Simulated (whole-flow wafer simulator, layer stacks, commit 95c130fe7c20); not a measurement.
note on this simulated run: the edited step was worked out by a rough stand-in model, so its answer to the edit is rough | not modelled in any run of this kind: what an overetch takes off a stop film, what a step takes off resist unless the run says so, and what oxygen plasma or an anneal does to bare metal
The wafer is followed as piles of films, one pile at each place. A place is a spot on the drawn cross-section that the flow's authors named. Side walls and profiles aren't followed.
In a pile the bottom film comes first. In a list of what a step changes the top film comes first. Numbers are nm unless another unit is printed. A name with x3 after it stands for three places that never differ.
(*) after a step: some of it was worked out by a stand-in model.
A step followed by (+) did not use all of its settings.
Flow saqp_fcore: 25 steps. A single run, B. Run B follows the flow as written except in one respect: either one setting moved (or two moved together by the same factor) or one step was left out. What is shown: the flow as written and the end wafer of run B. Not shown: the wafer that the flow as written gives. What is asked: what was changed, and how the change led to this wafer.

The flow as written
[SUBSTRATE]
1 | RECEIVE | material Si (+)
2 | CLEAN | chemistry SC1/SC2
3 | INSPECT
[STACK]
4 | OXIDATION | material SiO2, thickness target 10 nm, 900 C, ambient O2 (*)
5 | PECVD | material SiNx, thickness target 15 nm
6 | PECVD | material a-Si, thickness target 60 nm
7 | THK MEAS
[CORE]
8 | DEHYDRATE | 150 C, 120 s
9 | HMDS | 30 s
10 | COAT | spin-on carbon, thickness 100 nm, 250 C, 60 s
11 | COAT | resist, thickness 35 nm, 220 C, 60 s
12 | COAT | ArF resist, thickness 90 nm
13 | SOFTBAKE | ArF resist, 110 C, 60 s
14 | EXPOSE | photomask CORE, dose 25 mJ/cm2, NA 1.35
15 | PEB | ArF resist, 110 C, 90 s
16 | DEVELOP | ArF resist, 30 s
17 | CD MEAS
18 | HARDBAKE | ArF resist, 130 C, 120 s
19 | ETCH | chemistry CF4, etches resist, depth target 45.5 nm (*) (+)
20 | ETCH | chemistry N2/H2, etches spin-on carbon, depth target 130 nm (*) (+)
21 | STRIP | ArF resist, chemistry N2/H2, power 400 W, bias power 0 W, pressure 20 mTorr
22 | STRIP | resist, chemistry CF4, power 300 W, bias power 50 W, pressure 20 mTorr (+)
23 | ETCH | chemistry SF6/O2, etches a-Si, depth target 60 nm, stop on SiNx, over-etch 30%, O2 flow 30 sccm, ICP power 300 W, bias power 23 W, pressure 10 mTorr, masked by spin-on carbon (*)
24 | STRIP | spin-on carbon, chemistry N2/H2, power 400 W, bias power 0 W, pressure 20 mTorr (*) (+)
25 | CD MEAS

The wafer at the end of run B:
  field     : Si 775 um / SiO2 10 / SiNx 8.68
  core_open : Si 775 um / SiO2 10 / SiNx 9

What caused this: step 23, ETCH: over-etch 45.7% was run, though the flow has over-etch 30%.

The path from the change to this, step by step:
  23 | ETCH | chemistry SF6/O2, etches a-Si, depth target 60 nm, stop on SiNx, over-etch 30%, O2 flow 30 sccm, ICP power 300 W, bias power 23 W, pressure 10 mTorr, masked by spin-on carbon (*)
      field: -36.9 a-Si (all of it), -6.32 SiNx (as written it would have been: -36.9 a-Si (all of it), -5.14 SiNx)
      core_open: -39.4 a-Si (all of it), -6 SiNx (as written it would have been: -39.4 a-Si (all of it), -4.82 SiNx)
      (as well as at 1 more place)
